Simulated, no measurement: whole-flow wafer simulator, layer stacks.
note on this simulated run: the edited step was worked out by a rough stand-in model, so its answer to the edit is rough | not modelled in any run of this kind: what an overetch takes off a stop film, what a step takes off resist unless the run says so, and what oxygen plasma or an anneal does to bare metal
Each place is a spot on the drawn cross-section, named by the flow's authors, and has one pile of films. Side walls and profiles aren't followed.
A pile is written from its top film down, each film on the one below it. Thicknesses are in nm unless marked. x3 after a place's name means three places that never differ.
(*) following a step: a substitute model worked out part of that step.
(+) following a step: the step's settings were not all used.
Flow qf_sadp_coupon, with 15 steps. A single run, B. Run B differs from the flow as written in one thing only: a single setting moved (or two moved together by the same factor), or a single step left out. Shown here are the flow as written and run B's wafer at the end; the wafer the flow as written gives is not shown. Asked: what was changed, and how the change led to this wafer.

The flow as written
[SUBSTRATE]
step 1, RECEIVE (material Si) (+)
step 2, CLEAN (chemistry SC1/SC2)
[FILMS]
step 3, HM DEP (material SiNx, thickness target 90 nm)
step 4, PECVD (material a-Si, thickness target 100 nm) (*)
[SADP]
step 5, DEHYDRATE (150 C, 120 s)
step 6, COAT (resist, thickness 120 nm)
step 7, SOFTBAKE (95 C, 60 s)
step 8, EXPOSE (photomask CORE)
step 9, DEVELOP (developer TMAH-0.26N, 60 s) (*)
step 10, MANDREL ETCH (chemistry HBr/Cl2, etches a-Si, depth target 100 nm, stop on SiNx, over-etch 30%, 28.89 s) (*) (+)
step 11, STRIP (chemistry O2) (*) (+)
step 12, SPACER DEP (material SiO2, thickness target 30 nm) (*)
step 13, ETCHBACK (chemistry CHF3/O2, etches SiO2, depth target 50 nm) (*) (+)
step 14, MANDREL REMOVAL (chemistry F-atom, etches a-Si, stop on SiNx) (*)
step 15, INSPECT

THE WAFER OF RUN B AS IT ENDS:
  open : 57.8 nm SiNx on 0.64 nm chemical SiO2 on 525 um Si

What caused this: step 4, PECVD: thickness target 38 nm was run, whereas the flow has thickness target 100 nm.

Step by step, how the change led to this:
  step 4, PECVD (material a-Si, thickness target 100 nm) (*)
      m, open: a-Si gains 38 (new film) (in the flow as written it would be: a-Si gains 100 (new film))
  step 10, MANDREL ETCH (chemistry HBr/Cl2, etches a-Si, depth target 100 nm, stop on SiNx, over-etch 30%, 28.89 s) (*) (+)
      open: a-Si loses 38 (all of it), SiNx loses 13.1 (in the flow as written it would be: a-Si loses 100 (all of it), SiNx loses 4.29)
  step 14, MANDREL REMOVAL (chemistry F-atom, etches a-Si, stop on SiNx) (*)
      m: a-Si loses 33.8 (all of it) (in the flow as written it would be: a-Si loses 95.8 (all of it))
